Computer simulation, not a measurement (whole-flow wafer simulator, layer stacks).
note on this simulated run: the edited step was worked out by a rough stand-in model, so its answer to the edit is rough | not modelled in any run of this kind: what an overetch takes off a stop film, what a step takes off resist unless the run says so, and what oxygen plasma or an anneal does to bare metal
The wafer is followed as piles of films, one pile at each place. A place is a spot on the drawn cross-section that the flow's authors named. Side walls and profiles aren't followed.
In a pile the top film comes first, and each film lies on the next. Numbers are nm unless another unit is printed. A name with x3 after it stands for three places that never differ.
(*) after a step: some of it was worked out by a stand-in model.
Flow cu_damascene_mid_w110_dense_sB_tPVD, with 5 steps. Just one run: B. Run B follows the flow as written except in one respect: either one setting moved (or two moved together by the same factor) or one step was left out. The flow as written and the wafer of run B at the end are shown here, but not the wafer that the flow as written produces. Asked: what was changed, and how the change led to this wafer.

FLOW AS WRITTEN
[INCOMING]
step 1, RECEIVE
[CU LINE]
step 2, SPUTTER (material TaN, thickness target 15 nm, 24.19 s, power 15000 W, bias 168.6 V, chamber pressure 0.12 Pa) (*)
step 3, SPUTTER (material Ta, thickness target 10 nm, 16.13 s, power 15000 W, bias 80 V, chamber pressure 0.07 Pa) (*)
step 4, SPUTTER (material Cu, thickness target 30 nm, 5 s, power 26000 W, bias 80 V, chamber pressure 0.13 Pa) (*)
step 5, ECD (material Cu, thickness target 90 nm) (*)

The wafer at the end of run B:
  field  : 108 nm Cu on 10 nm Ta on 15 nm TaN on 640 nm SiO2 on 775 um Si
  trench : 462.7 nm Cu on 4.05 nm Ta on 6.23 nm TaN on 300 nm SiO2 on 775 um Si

Cause: step 4, SPUTTER: thickness target 18 nm was run, though the flow has thickness target 30 nm.

Step by step, how the change led to this:
  step 4, SPUTTER (material Cu, thickness target 30 nm, 5 s, power 26000 W, bias 80 V, chamber pressure 0.13 Pa) (*)
      field: +18 Cu (new film) (in the flow as written it would be: +30 Cu (new film))
      trench: +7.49 Cu (new film) (in the flow as written it would be: +12.5 Cu (new film))
